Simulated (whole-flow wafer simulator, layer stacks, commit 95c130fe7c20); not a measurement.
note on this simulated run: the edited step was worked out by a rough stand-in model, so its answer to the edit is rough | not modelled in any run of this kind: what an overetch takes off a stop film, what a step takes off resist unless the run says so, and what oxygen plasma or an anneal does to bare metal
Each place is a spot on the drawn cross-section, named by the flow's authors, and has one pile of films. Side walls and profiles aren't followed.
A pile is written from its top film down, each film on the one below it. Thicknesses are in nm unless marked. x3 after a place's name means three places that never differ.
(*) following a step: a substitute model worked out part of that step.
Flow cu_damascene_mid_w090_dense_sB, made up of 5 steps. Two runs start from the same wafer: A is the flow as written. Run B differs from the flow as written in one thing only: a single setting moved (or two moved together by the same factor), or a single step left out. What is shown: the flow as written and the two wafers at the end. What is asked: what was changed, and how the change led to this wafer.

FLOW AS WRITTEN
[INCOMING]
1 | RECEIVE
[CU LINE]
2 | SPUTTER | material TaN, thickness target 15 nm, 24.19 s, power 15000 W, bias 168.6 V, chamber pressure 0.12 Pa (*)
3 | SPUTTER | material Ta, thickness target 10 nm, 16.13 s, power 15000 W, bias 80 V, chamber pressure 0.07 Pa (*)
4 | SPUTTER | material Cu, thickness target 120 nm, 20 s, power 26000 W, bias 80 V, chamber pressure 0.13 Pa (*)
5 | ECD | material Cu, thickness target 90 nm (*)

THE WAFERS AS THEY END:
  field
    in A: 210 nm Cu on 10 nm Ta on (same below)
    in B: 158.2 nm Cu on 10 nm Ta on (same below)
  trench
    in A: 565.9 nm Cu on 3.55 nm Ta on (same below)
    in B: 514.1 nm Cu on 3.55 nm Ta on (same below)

Cause: step 5, ECD: thickness target 38.2 nm was run, though the flow has thickness target 90 nm.

How this came from the change, step by step:
  5 | ECD | material Cu, thickness target 90 nm (*)
      field: A Cu gains 90 | B Cu gains 38.2
      trench: A Cu gains 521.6 | B Cu gains 469.8
